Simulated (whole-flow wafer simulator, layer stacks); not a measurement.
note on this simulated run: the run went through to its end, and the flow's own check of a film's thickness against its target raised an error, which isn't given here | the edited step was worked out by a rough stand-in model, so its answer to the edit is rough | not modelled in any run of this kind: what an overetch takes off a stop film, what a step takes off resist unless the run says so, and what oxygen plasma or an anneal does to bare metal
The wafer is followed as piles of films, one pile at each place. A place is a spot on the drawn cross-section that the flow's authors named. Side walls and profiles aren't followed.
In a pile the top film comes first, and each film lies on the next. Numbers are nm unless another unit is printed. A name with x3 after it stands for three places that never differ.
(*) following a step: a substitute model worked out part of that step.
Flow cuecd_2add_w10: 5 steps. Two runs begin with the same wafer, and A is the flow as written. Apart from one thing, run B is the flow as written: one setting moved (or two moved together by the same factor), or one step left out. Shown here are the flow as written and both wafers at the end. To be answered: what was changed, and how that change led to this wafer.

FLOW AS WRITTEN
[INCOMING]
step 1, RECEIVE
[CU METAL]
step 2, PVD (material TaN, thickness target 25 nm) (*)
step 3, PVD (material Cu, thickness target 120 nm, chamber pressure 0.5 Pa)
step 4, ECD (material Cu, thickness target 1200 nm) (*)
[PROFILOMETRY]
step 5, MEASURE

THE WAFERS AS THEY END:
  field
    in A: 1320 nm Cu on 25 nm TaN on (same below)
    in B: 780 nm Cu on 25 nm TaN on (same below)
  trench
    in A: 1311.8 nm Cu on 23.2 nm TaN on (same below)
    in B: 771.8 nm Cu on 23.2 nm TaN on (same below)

The reason: step 4, ECD: thickness target 660 nm was run, whereas the flow has thickness target 1200 nm.

The path from the change to this, step by step:
  step 4, ECD (material Cu, thickness target 1200 nm) (*)
      field, trench: A Cu gains 1200 | B Cu gains 660
